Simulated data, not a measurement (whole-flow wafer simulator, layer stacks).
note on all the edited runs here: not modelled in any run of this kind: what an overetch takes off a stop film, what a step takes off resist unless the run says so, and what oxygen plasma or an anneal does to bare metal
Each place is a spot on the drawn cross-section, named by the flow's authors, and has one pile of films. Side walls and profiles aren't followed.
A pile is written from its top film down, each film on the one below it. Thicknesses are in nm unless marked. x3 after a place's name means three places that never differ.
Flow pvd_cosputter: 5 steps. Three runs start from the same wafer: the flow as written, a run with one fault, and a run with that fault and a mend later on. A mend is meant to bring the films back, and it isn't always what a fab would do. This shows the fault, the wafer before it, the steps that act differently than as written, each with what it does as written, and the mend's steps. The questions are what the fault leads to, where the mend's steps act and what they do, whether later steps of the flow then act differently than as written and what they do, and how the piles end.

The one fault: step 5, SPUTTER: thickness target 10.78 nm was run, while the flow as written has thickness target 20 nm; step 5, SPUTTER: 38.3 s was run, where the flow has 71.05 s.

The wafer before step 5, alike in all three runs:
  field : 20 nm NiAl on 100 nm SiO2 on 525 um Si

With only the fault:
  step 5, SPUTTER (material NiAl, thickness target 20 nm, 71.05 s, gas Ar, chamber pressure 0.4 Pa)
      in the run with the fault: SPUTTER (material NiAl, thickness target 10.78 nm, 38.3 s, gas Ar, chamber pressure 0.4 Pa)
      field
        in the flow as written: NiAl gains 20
        in the run with the fault: NiAl gains 10.8
  Every later step of the flow that is run acts as written at every place that is followed.
  By the end, the piles at field depart from the flow's by more than 2% or 0.5 nm, whichever is larger.
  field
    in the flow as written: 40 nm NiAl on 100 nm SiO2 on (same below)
    in the run with the fault: 30.8 nm NiAl on 100 nm SiO2 on (same below)

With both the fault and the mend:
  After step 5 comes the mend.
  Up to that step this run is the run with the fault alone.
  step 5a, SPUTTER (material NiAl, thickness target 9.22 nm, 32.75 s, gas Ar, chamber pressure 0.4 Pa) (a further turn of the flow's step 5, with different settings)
      field
        NiAl gains 9.22
  Every later step of the flow that is run acts as written at every place that is followed.
  The piles end the same as the flow's at every place that both follow.
